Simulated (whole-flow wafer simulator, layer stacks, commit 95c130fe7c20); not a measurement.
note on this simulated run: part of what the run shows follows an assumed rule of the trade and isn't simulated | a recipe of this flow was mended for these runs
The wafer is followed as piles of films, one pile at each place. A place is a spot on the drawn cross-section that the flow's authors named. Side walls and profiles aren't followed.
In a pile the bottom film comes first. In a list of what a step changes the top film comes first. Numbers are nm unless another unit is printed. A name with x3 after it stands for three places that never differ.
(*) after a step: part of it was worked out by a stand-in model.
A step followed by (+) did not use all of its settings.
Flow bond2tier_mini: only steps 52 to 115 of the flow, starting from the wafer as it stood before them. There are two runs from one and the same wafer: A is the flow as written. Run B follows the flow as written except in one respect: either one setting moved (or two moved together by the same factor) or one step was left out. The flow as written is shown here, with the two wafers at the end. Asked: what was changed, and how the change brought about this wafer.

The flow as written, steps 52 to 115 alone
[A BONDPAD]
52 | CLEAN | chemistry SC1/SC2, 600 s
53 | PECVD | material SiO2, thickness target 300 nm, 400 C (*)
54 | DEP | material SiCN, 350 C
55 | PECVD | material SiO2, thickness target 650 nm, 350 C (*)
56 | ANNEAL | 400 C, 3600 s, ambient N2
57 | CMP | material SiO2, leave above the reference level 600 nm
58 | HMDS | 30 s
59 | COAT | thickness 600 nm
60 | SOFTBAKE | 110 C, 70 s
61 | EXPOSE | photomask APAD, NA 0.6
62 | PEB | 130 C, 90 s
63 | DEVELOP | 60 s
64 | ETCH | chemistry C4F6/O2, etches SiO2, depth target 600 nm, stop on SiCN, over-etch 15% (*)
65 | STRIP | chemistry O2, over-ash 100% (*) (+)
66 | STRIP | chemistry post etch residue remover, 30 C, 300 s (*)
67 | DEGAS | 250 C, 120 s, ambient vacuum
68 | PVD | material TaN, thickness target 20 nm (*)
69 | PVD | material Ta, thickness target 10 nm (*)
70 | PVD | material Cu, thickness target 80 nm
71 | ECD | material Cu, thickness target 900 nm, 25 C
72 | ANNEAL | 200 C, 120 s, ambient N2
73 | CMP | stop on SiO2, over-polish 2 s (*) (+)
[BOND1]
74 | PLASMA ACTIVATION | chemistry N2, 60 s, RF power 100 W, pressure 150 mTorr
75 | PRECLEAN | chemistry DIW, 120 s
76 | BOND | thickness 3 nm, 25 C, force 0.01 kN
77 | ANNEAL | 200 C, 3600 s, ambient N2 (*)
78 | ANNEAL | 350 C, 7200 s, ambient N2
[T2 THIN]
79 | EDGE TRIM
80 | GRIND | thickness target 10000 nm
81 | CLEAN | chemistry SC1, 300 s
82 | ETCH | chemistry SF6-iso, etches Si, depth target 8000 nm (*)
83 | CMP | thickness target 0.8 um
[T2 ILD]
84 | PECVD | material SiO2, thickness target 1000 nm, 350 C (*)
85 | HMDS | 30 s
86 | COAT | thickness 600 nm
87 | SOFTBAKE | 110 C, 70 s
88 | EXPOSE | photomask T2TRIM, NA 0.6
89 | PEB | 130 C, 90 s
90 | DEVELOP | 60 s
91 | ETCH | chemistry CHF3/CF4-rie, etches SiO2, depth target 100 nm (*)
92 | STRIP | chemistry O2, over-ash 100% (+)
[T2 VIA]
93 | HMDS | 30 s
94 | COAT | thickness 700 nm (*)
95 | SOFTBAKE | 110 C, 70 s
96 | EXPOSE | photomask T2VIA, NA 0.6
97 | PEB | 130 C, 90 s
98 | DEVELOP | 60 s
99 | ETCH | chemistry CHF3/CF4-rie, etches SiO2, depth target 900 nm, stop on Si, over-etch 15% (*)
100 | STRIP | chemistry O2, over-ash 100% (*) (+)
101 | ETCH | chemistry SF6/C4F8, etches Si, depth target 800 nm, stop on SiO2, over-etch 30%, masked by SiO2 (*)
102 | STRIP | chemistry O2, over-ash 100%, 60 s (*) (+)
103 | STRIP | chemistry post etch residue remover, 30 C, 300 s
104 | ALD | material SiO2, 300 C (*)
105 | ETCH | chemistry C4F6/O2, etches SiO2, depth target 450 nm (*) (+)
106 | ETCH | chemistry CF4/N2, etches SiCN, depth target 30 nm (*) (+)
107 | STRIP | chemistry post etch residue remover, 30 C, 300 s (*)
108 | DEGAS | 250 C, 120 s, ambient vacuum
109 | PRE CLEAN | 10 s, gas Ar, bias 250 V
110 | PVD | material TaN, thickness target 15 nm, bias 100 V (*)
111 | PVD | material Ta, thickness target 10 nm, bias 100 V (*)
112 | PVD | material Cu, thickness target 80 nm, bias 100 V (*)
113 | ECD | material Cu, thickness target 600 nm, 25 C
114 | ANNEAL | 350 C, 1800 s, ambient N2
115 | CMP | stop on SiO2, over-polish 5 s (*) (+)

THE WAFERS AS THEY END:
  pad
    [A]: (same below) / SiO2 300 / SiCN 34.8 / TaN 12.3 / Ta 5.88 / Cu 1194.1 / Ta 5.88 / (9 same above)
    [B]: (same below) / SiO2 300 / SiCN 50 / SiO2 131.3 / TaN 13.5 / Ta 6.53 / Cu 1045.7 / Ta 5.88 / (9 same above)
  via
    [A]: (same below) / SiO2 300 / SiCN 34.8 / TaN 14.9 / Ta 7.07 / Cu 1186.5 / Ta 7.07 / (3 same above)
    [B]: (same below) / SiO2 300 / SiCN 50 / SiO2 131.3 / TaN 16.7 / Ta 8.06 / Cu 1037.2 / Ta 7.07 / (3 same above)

Cause: step 64, ETCH: depth target 407.6 nm was run, whereas the flow has depth target 600 nm.

Step by step, how the change led to this:
  64 | ETCH | chemistry C4F6/O2, etches SiO2, depth target 600 nm, stop on SiCN, over-etch 15% (*)
      pad, via: A SiO2 loses 600 (all of it), SiCN loses 15.2 | B SiO2 loses 468.7
      field: A thick-KrF-resist loses 115 | B thick-KrF-resist loses 78.1
  65 | STRIP | chemistry O2, over-ash 100% (*) (+)
      field: A thick-KrF-resist loses 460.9 (all of it) | B thick-KrF-resist loses 497.8 (all of it)
  68 | PVD | material TaN, thickness target 20 nm (*)
      pad: A TaN gains 12.3 (new film) | B TaN gains 13.5 (new film)
      via: A TaN gains 14.9 (new film) | B TaN gains 16.7 (new film)
  69 | PVD | material Ta, thickness target 10 nm (*)
      pad: A Ta gains 5.88 (new film) | B Ta gains 6.53 (new film)
      via: A Ta gains 7.07 (new film) | B Ta gains 8.06 (new film)
  70 | PVD | material Cu, thickness target 80 nm
      pad: A Cu gains 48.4 (new film) | B Cu gains 53.4 (new film)
      via: A Cu gains 59 (new film) | B Cu gains 66.4 (new film)
  71 | ECD | material Cu, thickness target 900 nm, 25 C
      pad: A Cu gains 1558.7 | B Cu gains 1405.3
      via: A Cu gains 1544.3 | B Cu gains 1387.6
